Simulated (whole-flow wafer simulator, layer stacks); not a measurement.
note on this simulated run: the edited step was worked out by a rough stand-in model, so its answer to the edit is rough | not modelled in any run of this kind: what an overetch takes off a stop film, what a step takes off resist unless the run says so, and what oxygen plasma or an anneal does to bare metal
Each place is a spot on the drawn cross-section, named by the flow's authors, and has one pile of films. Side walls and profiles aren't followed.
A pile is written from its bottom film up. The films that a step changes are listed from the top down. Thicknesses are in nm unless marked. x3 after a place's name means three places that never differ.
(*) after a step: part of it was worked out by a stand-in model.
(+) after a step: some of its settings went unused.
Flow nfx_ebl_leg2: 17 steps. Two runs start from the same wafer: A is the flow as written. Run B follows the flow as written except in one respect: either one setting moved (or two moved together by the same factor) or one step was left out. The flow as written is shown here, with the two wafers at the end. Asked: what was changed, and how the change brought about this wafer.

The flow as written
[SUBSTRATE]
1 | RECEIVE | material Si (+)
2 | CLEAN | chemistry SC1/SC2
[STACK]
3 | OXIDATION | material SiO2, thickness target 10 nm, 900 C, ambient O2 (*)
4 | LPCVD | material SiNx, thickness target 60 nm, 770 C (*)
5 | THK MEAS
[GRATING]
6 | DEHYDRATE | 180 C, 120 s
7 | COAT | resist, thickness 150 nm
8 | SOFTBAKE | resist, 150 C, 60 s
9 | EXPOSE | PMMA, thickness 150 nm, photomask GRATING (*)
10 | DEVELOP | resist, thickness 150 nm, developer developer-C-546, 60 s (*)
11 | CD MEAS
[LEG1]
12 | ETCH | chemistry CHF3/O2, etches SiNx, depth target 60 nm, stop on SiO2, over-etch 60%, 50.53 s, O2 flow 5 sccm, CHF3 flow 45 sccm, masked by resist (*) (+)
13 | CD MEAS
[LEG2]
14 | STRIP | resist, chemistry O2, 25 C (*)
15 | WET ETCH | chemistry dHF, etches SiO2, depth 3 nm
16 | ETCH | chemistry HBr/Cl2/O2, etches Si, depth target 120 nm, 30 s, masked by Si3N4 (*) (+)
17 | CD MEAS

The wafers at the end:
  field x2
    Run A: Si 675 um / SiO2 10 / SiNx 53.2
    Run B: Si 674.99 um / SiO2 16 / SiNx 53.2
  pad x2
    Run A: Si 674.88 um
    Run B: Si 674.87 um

Cause: step 3, OXIDATION: thickness target 16 nm was run, whereas the flow has thickness target 10 nm.
The wafer lets one read it off: field x2 has SiO2 16, and step 3 as written asks for 10 nm.

Step by step, how the change led to this:
  3 | OXIDATION | material SiO2, thickness target 10 nm, 900 C, ambient O2 (*)
      field x2, pad x2: A +10 SiO2 (new film), -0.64 chemical SiO2 (all of it), -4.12 Si | B +16 SiO2 (new film), -0.64 chemical SiO2 (all of it), -6.76 Si
  12 | ETCH | chemistry CHF3/O2, etches SiNx, depth target 60 nm, stop on SiO2, over-etch 60%, 50.53 s, O2 flow 5 sccm, CHF3 flow 45 sccm, masked by resist (*) (+)
      pad x2: A -60 SiNx (all of it), -10 SiO2 (all of it) | B -60 SiNx (all of it), -16 SiO2 (all of it)
